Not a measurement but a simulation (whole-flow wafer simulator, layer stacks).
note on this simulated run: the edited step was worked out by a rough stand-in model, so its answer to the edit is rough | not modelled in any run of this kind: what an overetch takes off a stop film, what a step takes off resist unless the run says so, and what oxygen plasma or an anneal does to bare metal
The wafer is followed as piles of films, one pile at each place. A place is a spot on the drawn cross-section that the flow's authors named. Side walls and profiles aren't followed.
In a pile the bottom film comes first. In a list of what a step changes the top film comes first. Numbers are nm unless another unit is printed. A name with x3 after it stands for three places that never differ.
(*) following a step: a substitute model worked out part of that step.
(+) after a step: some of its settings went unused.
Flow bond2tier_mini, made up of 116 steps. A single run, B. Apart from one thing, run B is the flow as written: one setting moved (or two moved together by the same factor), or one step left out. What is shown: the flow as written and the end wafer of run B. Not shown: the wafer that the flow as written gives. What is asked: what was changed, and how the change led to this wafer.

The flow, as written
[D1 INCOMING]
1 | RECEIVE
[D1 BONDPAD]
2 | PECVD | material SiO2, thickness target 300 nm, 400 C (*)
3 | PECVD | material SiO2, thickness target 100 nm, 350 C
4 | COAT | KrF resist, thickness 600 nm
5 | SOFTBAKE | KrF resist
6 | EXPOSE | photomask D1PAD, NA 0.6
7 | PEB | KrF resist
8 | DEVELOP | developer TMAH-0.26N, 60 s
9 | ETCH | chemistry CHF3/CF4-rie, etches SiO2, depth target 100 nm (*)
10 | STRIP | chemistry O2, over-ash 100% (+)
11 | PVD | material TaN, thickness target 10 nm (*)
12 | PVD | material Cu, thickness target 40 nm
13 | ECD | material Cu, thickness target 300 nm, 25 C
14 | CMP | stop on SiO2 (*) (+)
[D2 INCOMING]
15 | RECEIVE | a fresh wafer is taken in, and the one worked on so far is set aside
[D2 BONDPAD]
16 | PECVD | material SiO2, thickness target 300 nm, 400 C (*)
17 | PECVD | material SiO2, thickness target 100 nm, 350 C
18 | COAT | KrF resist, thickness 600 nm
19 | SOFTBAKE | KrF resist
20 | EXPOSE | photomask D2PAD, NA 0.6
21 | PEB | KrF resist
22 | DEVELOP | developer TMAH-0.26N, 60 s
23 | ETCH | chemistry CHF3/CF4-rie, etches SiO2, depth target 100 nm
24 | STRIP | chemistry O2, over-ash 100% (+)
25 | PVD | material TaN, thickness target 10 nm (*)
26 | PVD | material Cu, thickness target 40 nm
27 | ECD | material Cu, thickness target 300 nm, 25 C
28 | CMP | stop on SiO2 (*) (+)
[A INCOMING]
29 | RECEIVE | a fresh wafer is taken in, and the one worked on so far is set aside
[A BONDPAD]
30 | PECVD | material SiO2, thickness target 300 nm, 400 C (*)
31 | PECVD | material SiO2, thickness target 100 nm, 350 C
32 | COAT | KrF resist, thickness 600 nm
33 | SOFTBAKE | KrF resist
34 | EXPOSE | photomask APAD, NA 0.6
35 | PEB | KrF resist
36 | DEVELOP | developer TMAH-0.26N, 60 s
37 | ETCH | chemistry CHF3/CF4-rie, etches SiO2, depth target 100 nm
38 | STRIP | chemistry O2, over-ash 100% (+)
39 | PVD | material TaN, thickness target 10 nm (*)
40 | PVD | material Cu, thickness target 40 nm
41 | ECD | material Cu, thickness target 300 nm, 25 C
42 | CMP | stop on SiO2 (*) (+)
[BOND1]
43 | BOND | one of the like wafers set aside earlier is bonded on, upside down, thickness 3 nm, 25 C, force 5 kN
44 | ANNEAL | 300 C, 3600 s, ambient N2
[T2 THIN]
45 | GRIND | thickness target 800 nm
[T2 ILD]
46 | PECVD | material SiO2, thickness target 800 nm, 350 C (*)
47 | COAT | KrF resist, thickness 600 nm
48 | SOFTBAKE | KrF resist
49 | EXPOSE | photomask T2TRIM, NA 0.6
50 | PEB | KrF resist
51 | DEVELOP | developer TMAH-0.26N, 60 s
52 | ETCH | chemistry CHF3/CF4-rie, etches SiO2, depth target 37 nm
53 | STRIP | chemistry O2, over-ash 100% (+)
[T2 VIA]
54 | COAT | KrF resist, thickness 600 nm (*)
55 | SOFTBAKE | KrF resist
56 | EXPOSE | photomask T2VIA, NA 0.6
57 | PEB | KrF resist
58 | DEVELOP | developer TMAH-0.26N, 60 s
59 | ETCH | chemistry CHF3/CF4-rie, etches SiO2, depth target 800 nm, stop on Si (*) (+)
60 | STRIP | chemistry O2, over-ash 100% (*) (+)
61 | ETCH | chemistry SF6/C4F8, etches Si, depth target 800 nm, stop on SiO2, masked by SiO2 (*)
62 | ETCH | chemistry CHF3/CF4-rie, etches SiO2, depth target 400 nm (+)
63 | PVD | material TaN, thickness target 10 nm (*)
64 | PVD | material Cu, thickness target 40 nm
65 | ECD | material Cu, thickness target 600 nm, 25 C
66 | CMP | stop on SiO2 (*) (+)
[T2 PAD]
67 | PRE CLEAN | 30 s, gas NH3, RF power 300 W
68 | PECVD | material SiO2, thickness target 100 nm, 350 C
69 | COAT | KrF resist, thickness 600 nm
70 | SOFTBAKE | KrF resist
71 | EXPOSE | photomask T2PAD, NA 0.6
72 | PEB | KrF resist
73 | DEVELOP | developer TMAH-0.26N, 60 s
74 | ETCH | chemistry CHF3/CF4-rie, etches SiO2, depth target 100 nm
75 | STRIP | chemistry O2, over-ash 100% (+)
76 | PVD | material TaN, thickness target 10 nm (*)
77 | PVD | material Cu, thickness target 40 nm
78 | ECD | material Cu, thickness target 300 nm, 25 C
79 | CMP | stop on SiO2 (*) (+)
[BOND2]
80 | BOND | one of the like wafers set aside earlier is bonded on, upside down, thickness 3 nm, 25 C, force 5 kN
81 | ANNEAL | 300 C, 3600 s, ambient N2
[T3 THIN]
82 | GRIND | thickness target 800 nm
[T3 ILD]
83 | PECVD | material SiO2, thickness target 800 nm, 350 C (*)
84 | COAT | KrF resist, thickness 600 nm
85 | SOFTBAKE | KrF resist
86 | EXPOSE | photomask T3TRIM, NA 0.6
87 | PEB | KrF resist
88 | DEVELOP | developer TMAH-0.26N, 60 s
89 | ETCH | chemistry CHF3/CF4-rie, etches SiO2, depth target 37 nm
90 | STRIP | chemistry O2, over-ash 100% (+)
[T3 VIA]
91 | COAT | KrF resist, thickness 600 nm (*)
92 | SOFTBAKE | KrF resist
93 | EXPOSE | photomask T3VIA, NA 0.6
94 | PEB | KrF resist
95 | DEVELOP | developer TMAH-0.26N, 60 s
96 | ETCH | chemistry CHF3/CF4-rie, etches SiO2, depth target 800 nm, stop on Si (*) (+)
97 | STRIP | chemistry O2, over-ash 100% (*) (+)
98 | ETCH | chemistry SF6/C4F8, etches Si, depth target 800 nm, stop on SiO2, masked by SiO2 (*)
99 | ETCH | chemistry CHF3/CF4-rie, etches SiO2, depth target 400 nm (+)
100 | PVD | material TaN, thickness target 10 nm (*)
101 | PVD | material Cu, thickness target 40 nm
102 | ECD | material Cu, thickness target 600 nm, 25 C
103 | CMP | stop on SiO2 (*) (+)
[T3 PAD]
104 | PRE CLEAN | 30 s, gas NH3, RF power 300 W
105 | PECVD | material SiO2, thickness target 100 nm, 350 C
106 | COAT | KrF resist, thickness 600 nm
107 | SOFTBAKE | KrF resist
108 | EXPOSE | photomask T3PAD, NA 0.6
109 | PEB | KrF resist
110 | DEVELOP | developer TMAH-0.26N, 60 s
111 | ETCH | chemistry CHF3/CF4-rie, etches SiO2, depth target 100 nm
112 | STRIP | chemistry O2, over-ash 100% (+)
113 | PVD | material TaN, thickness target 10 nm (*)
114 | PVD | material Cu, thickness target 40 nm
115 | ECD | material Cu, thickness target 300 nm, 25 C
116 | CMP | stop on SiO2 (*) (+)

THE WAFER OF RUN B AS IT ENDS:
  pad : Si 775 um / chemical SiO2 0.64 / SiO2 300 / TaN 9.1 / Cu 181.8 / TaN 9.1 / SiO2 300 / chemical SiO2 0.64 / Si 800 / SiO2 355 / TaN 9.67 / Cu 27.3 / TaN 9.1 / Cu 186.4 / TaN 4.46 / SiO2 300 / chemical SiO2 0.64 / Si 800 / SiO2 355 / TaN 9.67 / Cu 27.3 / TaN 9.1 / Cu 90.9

The reason: step 25, PVD: thickness target 4.9 nm was run, though the flow has thickness target 10 nm.

How this came from the change, step by step:
  25 | PVD | material TaN, thickness target 10 nm (*)
      field: TaN gains 4.9 (new film) (as written it would have been: TaN gains 10 (new film))
      pad: TaN gains 4.46 (new film) (as written it would have been: TaN gains 9.1 (new film))
      (and at 1 other place as well)
  28 | CMP | stop on SiO2 (*) (+)
      field: Cu loses 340 (all of it), TaN loses 4.9 (all of it) (as written it would have been: Cu loses 340 (all of it), TaN loses 10 (all of it))
  80 | BOND | one of the like wafers set aside earlier is bonded on, upside down, thickness 3 nm, 25 C, force 5 kN
      pad: Si gains 775 um (new film), chemical SiO2 gains 0.64 (new film), SiO2 gains 300 (new film), TaN gains 4.46 (new film), Cu gains 95.5 (as written it would have been: Si gains 775 um (new film), chemical SiO2 gains 0.64 (new film), SiO2 gains 300 (new film), TaN gains 9.1 (new film), Cu gains 90.9)
